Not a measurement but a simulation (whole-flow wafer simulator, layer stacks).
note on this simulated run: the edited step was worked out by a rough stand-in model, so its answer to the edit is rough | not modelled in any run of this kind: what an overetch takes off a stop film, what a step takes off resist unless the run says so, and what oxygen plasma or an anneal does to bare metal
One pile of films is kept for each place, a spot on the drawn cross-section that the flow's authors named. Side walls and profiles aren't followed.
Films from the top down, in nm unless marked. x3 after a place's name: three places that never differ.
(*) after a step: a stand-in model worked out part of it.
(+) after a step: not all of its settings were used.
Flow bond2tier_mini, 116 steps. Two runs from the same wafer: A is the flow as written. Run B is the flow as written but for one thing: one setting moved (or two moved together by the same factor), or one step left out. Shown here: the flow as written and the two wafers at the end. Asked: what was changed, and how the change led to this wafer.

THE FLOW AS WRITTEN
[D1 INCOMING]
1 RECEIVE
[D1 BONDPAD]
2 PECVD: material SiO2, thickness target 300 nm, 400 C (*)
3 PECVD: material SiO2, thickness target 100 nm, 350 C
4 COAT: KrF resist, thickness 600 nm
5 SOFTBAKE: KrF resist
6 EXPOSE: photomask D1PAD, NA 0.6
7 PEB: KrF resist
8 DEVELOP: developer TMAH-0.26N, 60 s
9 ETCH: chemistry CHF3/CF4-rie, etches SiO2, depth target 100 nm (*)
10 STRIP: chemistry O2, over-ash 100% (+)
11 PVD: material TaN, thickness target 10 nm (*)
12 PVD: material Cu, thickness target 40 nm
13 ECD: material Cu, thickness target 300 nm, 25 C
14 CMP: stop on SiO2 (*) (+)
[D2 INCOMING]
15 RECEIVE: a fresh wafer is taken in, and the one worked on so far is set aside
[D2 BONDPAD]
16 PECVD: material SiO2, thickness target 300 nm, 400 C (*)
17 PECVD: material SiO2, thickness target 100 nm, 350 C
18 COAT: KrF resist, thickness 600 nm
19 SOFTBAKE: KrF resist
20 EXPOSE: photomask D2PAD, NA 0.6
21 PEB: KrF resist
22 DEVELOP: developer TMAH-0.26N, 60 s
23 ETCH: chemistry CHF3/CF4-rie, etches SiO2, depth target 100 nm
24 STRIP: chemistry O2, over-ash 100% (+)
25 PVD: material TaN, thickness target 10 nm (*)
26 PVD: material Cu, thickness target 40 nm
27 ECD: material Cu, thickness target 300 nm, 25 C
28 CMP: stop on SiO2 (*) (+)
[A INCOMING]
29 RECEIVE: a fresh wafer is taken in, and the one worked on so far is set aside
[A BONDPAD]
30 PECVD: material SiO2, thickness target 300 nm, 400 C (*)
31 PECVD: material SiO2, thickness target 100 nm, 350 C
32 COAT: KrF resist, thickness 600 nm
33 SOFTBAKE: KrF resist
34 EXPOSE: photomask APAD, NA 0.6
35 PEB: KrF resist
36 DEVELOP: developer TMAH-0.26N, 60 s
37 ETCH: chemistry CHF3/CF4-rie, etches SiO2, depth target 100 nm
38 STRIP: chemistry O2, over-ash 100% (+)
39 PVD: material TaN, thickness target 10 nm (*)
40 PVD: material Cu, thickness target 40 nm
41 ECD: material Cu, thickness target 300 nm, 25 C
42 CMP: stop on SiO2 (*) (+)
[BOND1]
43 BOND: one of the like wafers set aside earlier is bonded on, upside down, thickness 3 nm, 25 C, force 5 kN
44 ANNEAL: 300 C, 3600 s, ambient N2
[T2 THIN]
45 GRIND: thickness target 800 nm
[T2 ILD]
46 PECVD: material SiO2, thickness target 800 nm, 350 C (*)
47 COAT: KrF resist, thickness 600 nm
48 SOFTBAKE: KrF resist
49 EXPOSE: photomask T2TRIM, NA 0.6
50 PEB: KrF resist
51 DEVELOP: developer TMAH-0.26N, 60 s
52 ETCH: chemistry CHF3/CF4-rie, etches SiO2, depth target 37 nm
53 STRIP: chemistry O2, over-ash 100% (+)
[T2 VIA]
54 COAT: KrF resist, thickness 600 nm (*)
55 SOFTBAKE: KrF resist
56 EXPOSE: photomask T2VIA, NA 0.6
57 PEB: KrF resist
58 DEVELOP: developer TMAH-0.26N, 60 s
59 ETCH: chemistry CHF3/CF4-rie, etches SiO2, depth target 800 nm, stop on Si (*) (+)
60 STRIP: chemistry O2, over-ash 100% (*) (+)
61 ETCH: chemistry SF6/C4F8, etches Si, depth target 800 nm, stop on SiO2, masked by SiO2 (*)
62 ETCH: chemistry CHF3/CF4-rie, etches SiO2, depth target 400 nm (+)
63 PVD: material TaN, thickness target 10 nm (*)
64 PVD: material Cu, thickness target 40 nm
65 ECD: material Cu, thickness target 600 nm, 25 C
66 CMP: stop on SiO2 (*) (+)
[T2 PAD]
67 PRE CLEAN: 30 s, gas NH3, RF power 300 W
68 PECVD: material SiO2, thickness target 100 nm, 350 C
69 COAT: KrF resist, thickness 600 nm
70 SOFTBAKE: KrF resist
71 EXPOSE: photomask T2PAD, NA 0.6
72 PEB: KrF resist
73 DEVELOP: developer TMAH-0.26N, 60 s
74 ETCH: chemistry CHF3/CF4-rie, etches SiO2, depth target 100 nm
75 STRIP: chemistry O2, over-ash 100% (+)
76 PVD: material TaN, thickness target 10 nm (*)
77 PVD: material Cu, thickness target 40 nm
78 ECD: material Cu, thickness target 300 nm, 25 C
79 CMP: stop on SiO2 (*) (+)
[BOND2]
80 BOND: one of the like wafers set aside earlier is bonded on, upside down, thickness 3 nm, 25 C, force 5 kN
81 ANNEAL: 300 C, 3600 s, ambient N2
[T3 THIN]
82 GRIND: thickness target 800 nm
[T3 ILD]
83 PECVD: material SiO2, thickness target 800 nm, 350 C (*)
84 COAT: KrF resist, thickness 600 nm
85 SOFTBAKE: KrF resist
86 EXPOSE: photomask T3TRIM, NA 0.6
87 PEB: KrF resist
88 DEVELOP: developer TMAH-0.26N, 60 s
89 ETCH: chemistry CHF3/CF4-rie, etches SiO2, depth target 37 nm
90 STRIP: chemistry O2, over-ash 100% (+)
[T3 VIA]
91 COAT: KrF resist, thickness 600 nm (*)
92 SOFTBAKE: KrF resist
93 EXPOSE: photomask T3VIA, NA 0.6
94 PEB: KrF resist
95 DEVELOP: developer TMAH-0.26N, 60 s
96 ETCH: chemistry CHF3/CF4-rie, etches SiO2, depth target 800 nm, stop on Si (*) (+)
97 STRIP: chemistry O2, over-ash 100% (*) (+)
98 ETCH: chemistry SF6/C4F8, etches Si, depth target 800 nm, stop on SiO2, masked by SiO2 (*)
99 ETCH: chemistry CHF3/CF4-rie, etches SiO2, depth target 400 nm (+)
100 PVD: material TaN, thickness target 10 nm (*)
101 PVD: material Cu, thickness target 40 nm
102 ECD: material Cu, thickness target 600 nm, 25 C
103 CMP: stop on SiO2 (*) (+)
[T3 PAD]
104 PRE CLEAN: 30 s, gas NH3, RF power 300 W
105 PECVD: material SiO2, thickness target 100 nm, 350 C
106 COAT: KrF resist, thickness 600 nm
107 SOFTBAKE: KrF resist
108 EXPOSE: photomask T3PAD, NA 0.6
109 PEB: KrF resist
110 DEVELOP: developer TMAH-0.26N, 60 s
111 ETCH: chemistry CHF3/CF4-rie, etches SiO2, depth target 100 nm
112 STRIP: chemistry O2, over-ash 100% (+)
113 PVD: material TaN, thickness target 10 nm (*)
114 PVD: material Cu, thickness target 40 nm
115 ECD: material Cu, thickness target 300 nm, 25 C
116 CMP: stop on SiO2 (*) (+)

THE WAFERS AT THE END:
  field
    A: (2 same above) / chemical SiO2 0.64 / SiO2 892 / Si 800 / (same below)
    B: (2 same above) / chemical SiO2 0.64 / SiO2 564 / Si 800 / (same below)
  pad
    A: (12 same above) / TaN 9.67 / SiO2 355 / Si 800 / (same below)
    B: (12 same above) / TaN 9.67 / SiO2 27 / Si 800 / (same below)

The cause: step 46, PECVD: thickness target 472 nm was run, where the flow has thickness target 800 nm.

How the change led to this, step by step:
  46 PECVD: material SiO2, thickness target 800 nm, 350 C (*)
      field, pad, via: A SiO2 +800 (new film) | B SiO2 +472 (new film)
  59 ETCH: chemistry CHF3/CF4-rie, etches SiO2, depth target 800 nm, stop on Si (*) (+)
      field, pad: A KrF resist -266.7 | B KrF resist -217.5
      via: A SiO2 -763 (all of it) | B SiO2 -435 (all of it)
  60 STRIP: chemistry O2, over-ash 100% (*) (+)
      field: A KrF resist -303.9 (all of it) | B KrF resist -353.1 (all of it)
      pad: A KrF resist -336 (all of it) | B KrF resist -385.1 (all of it)
